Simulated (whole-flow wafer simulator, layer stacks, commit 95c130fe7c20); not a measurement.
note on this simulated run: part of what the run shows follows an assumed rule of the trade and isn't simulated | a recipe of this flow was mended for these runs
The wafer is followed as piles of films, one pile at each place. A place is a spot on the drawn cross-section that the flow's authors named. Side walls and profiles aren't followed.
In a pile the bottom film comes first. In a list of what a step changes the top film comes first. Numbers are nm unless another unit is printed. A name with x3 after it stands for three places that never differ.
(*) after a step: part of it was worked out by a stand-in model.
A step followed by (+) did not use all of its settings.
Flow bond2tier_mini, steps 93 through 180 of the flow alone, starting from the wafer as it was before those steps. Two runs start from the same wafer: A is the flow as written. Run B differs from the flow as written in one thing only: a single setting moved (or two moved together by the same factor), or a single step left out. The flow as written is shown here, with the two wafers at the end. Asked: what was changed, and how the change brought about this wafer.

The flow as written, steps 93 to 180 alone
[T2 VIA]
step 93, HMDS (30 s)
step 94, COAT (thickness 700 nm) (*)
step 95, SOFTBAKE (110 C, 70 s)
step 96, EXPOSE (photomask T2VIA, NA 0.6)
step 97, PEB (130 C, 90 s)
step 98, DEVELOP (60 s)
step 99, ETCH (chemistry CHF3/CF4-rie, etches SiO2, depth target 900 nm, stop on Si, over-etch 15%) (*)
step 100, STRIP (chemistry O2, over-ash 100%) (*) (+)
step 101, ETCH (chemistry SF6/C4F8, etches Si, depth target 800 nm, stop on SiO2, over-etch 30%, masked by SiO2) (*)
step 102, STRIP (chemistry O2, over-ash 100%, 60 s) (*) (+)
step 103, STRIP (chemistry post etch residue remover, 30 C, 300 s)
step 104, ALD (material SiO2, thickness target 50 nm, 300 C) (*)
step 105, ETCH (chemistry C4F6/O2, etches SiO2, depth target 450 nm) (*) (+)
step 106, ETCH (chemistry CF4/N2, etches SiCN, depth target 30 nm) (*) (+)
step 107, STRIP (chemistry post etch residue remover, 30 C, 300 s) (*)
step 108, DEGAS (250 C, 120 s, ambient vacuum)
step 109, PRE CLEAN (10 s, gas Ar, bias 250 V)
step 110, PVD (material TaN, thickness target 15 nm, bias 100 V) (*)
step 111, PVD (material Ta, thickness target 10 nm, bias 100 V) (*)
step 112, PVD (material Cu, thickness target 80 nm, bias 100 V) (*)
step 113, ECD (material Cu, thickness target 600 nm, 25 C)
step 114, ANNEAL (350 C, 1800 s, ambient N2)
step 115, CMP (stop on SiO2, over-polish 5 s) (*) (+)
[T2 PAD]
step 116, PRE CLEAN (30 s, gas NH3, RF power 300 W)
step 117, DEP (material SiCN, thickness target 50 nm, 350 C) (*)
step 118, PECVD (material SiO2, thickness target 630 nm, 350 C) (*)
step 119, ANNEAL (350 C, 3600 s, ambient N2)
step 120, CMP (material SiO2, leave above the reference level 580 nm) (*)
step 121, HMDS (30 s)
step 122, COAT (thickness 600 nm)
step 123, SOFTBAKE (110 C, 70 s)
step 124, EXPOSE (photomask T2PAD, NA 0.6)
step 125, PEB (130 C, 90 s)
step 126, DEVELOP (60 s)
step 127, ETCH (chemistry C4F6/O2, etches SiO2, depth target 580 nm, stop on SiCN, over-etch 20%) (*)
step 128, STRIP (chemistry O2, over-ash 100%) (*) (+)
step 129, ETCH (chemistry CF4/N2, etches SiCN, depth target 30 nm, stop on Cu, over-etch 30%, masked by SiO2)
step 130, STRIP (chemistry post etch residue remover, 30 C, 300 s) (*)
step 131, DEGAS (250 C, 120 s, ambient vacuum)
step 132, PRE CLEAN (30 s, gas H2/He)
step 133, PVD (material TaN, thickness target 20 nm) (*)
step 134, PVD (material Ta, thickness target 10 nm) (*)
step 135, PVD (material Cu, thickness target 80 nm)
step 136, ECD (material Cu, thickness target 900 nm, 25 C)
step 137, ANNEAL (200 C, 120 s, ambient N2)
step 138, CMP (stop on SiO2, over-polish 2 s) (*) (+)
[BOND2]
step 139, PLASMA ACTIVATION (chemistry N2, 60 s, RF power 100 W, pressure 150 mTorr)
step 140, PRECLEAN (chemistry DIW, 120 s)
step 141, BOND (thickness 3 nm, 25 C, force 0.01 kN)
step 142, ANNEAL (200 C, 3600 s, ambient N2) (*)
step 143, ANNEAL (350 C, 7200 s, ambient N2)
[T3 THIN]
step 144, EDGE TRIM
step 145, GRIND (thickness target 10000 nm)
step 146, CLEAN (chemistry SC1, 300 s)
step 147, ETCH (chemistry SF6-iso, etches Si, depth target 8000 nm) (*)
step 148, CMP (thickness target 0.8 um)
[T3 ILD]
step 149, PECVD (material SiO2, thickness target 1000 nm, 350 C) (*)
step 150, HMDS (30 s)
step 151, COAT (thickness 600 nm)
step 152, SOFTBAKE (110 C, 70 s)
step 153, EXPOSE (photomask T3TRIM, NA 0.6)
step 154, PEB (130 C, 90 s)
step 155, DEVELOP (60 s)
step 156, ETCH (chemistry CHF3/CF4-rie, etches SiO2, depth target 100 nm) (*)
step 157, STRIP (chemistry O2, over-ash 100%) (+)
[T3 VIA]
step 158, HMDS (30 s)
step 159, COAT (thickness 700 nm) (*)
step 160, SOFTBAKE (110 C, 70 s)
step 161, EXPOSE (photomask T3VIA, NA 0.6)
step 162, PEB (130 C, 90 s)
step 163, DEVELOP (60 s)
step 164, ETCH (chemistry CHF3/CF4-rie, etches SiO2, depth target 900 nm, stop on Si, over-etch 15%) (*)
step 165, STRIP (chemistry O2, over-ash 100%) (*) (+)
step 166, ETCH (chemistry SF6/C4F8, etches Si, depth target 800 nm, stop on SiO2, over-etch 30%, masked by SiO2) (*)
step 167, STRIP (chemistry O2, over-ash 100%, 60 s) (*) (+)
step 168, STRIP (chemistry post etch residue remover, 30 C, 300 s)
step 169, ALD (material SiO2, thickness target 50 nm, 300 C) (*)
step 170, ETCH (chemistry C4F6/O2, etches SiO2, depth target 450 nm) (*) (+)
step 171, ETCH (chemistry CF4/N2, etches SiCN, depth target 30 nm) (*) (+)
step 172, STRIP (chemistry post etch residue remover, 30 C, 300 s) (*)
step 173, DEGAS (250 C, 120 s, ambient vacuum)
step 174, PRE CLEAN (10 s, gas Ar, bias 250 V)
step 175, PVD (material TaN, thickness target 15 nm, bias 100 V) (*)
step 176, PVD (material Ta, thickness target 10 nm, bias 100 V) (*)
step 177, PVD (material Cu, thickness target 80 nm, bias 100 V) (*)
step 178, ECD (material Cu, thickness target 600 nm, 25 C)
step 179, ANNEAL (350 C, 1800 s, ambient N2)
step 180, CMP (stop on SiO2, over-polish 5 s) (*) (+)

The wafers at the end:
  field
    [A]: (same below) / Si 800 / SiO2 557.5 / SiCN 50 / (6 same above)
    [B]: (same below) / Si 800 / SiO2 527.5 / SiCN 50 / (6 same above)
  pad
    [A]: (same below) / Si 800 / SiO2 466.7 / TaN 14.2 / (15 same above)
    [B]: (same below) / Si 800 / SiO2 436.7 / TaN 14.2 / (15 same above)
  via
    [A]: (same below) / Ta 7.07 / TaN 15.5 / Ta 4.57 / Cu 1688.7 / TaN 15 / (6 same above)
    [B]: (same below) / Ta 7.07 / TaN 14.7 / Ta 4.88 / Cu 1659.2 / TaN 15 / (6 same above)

The reason: step 104, ALD: thickness target 20 nm was run, whereas the flow has thickness target 50 nm.

Step by step, how the change led to this:
  step 104, ALD (material SiO2, thickness target 50 nm, 300 C) (*)
      field, pad, via: A +50 SiO2 | B +20 SiO2
  step 105, ETCH (chemistry C4F6/O2, etches SiO2, depth target 450 nm) (*) (+)
      via: A -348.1 SiO2 (all of it), -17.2 SiCN | B -318.1 SiO2 (all of it), -22.2 SiCN
  step 106, ETCH (chemistry CF4/N2, etches SiCN, depth target 30 nm) (*) (+)
      via: A -17.6 SiCN (all of it), -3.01 TaN | B -12.6 SiCN (all of it), -4.25 TaN
  step 112, PVD (material Cu, thickness target 80 nm, bias 100 V) (*)
      via: A +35 Cu (new film) | B +37.6 Cu (new film)
